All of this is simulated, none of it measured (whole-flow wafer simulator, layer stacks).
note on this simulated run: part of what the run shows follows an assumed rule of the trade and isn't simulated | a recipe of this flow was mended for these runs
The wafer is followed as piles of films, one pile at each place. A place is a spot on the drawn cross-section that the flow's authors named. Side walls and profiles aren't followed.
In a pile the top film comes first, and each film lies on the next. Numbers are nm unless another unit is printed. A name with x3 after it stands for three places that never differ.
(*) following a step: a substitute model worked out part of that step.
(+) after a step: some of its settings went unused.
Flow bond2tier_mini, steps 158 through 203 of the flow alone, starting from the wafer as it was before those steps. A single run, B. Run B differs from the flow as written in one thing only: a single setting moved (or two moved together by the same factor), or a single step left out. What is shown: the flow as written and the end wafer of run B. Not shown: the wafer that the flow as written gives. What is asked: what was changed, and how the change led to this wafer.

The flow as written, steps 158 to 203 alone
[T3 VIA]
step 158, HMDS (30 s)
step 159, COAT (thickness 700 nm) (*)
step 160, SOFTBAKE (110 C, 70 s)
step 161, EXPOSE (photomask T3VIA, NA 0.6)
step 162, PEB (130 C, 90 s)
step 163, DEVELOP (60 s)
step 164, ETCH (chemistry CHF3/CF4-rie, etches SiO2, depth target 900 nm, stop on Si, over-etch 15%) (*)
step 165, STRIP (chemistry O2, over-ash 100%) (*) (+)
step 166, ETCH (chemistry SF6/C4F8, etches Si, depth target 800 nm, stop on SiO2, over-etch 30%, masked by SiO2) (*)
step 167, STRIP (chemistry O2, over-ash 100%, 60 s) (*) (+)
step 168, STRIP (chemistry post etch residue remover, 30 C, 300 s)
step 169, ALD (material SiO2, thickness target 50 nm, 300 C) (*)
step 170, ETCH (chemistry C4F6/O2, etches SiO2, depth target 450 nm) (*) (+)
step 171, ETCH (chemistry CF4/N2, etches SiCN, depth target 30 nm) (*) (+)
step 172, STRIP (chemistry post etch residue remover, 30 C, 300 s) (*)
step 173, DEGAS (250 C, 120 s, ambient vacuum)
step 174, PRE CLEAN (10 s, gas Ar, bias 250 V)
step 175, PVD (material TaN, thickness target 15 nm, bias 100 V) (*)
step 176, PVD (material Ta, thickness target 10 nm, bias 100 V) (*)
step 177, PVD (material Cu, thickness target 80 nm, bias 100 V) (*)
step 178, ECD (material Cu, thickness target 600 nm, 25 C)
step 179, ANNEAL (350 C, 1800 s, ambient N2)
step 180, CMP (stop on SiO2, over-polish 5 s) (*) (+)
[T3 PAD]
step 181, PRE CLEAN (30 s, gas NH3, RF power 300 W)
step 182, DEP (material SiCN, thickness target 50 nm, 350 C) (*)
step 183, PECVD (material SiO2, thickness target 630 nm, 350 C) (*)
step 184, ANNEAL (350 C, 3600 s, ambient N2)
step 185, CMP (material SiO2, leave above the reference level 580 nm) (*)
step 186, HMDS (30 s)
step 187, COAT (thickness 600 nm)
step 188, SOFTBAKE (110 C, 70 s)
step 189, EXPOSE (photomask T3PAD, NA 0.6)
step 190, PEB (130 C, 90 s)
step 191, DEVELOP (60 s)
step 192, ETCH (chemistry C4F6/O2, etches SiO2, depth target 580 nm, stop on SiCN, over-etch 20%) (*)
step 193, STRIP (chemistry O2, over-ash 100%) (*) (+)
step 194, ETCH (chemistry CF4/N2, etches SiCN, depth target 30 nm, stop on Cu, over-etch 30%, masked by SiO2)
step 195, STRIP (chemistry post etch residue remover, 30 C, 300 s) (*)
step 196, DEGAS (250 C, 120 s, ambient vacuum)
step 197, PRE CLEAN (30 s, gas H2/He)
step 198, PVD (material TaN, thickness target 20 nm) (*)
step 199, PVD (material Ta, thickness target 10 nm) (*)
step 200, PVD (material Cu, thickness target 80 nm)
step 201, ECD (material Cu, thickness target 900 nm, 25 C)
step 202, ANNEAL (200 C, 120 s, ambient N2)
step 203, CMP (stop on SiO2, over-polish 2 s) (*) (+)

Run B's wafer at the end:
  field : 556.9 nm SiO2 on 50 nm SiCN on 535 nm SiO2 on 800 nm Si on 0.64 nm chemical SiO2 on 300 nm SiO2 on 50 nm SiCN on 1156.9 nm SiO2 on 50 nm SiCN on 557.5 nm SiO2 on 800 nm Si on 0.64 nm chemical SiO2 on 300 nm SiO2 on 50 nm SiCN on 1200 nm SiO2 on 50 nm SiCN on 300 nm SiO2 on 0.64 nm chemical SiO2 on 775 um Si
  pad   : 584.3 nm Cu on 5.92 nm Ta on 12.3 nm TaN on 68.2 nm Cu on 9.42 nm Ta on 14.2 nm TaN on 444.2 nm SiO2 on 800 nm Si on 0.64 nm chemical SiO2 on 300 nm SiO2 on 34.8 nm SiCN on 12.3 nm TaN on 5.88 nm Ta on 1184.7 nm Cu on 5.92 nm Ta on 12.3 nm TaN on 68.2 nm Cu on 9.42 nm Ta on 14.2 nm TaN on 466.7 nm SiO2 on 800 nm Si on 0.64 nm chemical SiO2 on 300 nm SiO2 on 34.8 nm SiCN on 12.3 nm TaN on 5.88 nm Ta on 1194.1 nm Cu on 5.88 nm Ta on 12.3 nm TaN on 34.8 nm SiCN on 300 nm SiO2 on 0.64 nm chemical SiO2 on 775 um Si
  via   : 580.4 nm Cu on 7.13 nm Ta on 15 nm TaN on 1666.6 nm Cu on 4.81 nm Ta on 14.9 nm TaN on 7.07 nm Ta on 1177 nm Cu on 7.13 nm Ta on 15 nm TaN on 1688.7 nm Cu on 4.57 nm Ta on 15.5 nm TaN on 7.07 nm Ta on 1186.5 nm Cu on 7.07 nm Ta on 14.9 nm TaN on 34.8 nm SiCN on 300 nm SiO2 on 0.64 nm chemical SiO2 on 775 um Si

Cause: step 169, ALD: thickness target 27.5 nm was run, while the flow as written has thickness target 50 nm.

The path from the change to this, step by step:
  step 169, ALD (material SiO2, thickness target 50 nm, 300 C) (*)
      field, pad, via: SiO2 gains 27.5 (it would be, as written: SiO2 gains 50)
  step 170, ETCH (chemistry C4F6/O2, etches SiO2, depth target 450 nm) (*) (+)
      via: SiO2 loses 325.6 (all of it), SiCN loses 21 (it would be, as written: SiO2 loses 348.1 (all of it), SiCN loses 17.2)
  step 171, ETCH (chemistry CF4/N2, etches SiCN, depth target 30 nm) (*) (+)
      via: SiCN loses 13.9 (all of it), TaN loses 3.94 (it would be, as written: SiCN loses 17.6 (all of it), TaN loses 3.01)
  step 177, PVD (material Cu, thickness target 80 nm, bias 100 V) (*)
      via: Cu gains 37 (new film) (it would be, as written: Cu gains 35 (new film))
